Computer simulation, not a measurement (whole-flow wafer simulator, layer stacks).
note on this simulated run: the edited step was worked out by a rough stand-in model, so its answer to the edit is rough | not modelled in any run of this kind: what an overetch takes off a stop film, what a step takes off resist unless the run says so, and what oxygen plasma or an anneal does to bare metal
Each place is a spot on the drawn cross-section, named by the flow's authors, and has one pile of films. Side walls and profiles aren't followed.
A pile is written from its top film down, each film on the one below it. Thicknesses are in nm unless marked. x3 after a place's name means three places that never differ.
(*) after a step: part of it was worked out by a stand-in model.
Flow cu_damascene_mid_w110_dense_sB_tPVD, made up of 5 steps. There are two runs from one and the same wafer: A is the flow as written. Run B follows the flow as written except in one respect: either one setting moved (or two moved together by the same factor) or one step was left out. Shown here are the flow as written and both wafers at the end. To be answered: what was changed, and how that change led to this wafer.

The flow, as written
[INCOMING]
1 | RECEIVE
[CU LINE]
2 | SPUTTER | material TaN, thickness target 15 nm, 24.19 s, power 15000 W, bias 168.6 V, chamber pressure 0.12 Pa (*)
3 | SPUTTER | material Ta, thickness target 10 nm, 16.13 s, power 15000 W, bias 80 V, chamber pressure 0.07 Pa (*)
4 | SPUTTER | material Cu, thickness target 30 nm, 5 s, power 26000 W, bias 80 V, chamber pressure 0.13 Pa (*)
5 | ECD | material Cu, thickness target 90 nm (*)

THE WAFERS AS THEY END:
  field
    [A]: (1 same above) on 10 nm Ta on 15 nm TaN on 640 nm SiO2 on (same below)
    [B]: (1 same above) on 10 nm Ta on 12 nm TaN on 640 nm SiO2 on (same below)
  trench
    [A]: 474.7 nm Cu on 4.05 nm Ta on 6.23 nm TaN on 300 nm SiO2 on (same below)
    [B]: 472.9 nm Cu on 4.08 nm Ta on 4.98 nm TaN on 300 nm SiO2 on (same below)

What caused this: step 2, SPUTTER: thickness target 12 nm was run, though the flow has thickness target 15 nm; step 2, SPUTTER: 19.35 s was run, where the flow has 24.19 s.
One can read it off the wafer: field has TaN 12, and step 2 as written asks for 15 nm.

How this came from the change, step by step:
  2 | SPUTTER | material TaN, thickness target 15 nm, 24.19 s, power 15000 W, bias 168.6 V, chamber pressure 0.12 Pa (*)
      field: A TaN gains 15 (new film) | B TaN gains 12 (new film)
      trench: A TaN gains 6.23 (new film) | B TaN gains 4.98 (new film)
